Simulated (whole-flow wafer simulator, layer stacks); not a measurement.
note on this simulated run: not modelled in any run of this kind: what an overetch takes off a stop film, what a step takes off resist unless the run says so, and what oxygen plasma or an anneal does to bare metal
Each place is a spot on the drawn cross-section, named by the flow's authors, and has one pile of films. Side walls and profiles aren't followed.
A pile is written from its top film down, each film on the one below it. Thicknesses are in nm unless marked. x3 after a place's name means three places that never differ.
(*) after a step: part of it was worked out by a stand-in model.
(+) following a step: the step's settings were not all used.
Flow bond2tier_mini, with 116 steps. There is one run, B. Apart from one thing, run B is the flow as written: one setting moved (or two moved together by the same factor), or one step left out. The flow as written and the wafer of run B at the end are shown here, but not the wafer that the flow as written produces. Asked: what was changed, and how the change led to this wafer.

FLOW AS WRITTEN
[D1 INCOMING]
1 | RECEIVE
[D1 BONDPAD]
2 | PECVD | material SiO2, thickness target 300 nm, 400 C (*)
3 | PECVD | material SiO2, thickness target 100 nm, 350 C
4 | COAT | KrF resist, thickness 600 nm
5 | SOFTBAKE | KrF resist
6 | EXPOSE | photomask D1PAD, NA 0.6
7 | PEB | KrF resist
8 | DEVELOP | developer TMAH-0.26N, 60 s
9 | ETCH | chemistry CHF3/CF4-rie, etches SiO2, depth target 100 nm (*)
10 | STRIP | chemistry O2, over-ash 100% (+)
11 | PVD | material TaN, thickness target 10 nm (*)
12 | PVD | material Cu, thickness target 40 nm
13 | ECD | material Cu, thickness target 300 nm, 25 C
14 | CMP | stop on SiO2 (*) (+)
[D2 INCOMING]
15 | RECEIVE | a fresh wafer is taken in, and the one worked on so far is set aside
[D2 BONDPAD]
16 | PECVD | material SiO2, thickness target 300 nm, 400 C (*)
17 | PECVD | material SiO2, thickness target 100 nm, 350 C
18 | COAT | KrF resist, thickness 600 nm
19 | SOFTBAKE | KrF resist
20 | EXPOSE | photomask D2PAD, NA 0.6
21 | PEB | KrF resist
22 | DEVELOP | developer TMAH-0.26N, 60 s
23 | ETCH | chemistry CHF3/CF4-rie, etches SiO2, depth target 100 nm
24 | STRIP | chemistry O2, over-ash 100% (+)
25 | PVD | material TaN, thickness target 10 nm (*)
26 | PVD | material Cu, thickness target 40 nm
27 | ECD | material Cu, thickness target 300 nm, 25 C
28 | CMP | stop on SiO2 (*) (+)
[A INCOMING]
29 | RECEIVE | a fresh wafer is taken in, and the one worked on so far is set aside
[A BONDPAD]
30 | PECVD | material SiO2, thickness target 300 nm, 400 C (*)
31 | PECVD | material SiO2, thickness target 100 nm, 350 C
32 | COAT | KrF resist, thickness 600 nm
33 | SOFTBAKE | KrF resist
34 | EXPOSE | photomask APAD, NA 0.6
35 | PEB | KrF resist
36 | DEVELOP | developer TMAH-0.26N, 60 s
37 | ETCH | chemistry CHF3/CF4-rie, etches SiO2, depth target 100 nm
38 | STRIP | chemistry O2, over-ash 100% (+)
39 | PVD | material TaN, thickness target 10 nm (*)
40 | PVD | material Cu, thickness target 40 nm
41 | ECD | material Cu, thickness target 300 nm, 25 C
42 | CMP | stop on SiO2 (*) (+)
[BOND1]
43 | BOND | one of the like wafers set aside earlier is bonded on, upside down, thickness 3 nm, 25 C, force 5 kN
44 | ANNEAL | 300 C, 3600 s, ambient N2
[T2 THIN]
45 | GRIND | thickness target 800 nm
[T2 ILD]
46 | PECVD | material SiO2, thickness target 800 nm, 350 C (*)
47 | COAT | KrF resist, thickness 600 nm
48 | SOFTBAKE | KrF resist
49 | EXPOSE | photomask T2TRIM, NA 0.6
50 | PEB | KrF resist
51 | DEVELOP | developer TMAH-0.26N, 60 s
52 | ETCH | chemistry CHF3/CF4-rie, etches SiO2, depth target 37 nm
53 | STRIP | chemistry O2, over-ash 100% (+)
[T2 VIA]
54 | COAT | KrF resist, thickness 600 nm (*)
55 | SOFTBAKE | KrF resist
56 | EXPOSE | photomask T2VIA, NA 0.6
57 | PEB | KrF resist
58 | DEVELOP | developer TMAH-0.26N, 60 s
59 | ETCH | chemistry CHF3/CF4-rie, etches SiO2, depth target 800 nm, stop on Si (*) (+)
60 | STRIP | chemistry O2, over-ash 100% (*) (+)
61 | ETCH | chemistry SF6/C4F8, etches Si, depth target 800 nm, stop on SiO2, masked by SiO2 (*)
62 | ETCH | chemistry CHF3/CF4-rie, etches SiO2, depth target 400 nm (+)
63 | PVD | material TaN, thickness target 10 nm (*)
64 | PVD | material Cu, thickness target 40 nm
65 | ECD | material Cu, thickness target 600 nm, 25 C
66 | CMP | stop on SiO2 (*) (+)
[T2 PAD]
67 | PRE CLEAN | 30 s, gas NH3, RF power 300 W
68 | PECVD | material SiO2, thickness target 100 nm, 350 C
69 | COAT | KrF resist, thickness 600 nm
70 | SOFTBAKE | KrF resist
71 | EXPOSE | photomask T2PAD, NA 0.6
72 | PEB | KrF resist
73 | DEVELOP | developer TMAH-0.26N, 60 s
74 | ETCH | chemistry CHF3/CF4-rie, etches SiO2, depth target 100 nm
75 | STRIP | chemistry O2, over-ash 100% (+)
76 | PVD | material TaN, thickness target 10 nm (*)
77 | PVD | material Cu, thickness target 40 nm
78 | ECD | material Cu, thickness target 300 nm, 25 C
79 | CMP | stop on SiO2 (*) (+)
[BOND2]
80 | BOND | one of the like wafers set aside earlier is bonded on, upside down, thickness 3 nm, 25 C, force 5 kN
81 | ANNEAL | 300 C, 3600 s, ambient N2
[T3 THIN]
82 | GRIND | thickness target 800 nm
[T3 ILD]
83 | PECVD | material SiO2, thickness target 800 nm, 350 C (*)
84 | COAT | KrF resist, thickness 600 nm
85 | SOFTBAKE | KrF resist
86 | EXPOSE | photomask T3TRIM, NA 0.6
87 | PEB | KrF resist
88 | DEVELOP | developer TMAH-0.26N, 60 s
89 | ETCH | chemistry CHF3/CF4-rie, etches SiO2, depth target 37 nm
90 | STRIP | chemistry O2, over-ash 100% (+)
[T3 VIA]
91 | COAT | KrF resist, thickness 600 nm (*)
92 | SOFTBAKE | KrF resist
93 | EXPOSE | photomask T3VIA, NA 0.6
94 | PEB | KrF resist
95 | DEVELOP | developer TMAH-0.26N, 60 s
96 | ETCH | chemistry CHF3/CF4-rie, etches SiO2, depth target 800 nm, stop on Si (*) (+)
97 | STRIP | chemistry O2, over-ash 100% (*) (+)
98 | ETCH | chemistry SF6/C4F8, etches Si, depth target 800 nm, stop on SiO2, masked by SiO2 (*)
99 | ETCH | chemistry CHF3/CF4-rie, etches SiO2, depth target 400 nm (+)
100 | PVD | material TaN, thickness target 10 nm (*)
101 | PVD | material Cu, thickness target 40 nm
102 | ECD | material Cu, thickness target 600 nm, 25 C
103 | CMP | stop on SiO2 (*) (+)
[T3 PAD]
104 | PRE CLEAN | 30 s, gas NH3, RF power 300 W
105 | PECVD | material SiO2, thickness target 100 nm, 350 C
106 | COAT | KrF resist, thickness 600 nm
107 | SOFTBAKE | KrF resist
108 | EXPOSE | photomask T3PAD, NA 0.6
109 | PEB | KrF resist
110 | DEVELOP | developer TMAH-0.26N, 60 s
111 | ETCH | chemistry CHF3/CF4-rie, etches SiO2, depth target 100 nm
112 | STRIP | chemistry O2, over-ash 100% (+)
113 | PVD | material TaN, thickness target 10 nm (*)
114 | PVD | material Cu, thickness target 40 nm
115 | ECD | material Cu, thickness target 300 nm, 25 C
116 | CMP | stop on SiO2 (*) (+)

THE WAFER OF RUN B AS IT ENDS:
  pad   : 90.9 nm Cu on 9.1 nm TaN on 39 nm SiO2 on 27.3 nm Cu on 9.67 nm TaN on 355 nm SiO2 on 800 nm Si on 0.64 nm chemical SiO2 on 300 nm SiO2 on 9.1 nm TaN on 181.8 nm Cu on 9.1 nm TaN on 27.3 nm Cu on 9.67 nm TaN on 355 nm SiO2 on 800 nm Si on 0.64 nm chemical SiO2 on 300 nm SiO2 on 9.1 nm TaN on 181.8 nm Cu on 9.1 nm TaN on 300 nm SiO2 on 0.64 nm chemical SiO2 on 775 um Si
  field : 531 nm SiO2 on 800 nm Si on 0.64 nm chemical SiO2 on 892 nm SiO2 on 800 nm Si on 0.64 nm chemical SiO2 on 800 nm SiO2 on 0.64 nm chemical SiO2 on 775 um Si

The reason: step 105, PECVD: thickness target 139 nm was run, though the flow has thickness target 100 nm.

The path from the change to this, step by step:
  105 | PECVD | material SiO2, thickness target 100 nm, 350 C
      field: +139 SiO2 (in the flow as written it would be: +100 SiO2)
      pad: +139 SiO2 (new film) (in the flow as written it would be: +100 SiO2 (new film))
  111 | ETCH | chemistry CHF3/CF4-rie, etches SiO2, depth target 100 nm
      pad: -100 SiO2 (in the flow as written it would be: -100 SiO2 (all of it))
With metal films that touch counted as one body, pad has 4 bodies (between them, from the top down: SiO2 39; SiO2 355 / Si 800 / chemical SiO2 0.64 / SiO2 300; SiO2 355 / Si 800 / chemical SiO2 0.64 / SiO2 300); the flow as written gives 3 bodies (between them, from the top down: SiO2 355 / Si 800 / chemical SiO2 0.64 / SiO2 300; SiO2 355 / Si 800 / chemical SiO2 0.64 / SiO2 300).
